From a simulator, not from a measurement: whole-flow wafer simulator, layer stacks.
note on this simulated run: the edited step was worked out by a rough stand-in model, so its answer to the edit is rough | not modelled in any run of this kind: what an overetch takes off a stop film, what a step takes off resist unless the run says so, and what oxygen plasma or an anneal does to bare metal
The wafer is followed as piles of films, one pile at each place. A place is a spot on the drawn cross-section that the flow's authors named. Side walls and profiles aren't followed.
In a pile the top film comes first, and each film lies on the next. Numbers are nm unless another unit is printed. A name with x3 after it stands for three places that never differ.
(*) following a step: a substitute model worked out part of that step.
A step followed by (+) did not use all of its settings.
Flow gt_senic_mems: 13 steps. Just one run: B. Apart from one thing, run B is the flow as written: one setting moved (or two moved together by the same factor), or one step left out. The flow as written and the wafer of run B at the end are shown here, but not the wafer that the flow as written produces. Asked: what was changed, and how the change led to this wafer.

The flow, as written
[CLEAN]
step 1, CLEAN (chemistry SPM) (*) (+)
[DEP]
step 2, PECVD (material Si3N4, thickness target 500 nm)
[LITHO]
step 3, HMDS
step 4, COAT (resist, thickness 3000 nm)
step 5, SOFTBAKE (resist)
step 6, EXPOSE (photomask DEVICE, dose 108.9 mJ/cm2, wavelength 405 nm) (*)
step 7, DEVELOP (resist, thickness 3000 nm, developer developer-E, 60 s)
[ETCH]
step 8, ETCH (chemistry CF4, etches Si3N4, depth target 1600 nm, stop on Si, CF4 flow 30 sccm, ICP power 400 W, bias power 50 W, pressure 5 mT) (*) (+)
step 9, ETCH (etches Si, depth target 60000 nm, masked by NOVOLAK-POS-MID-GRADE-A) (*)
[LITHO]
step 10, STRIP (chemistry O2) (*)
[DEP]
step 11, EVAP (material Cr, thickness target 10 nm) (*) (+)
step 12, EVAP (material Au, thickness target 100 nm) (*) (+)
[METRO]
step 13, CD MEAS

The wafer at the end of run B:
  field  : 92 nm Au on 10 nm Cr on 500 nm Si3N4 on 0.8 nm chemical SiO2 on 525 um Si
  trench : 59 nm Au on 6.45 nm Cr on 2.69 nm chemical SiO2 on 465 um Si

The reason: step 12, EVAP: thickness target 92 nm was run, though the flow has thickness target 100 nm.
The wafer lets one read it off: field has Au 92, and step 12 as written asks for 100 nm.

How this came from the change, step by step:
  step 12, EVAP (material Au, thickness target 100 nm) (*) (+)
      field: Au gains 92 (new film) (as written it would have been: Au gains 100 (new film))
      trench: Au gains 59 (new film) (as written it would have been: Au gains 64.1 (new film))
